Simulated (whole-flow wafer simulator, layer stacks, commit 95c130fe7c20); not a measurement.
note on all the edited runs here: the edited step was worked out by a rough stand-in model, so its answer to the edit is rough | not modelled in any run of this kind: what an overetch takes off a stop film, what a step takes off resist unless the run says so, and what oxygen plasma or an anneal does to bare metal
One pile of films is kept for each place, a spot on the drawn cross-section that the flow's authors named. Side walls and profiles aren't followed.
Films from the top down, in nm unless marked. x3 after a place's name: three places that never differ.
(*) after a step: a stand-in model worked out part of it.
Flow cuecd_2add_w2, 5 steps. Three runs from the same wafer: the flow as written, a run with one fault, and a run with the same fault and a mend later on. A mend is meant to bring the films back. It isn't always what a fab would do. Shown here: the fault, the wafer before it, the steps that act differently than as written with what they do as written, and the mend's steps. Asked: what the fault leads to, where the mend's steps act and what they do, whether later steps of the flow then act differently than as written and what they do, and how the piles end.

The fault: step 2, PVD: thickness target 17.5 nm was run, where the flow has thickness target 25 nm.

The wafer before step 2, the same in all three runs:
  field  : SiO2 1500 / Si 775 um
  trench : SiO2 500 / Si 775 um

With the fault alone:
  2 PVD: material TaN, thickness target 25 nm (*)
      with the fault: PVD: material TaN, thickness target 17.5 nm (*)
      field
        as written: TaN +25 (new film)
        with the fault: TaN +17.5 (new film)
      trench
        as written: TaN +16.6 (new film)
        with the fault: TaN +11.6 (new film)
  No later step of the flow acts differently than as written, at any place that is followed, by more than 2% or 0.5 nm, whichever is larger.
  At the end the piles differ from the flow's by more than 2% or 0.5 nm, whichever is larger, at field, trench.
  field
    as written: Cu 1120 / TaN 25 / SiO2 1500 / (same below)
    with the fault: Cu 1120 / TaN 17.5 / SiO2 1500 / (same below)
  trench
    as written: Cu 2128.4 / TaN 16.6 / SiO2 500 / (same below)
    with the fault: Cu 2125.9 / TaN 11.6 / SiO2 500 / (same below)

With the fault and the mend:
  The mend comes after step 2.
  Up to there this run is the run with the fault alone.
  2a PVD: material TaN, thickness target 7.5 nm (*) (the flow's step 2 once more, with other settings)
      field
        TaN +7.5
      trench
        TaN +4.95
  No later step of the flow acts differently than as written at any place that is followed.
  At the end the piles are the same as the flow's at every place that both follow.
